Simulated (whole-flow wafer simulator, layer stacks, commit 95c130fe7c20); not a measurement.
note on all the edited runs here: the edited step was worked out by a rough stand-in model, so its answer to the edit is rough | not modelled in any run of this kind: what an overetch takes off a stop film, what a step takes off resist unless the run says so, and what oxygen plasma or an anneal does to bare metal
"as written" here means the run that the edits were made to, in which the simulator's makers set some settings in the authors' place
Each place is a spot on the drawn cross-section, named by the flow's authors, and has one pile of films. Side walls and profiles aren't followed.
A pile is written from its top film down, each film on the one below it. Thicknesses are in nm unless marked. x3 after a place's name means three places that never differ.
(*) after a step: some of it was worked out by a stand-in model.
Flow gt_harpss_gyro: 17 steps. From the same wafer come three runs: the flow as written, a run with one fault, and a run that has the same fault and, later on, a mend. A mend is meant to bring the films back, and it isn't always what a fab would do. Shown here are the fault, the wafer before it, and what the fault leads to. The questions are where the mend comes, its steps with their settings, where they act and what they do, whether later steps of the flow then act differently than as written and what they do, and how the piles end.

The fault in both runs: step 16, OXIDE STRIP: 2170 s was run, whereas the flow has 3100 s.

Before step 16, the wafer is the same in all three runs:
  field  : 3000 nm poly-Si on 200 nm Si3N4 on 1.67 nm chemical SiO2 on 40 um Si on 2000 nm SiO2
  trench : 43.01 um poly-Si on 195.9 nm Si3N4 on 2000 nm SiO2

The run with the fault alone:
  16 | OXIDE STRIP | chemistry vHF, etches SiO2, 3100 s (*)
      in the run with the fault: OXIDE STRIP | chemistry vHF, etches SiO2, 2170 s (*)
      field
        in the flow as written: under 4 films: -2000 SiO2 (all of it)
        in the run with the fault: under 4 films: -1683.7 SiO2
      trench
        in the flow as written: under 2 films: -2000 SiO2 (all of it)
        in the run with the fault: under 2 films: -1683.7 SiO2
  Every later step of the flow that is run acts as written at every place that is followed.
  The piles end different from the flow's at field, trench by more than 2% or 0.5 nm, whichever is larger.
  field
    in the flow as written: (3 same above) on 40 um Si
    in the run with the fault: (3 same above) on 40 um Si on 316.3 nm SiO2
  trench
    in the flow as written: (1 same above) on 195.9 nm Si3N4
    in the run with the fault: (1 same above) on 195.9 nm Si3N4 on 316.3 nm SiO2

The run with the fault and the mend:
  The mend stands after step 17.
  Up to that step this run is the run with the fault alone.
  17a | OXIDE STRIP | chemistry vHF, etches SiO2, 930 s (*) (the flow's step 16 again, with other settings)
      field
        under 4 films: -316.3 SiO2 (all of it)
      trench
        under 2 films: -316.3 SiO2 (all of it)
  Every later step of the flow that is run acts as written at every place that is followed.
  The piles end the same as the flow's at every place that both follow.
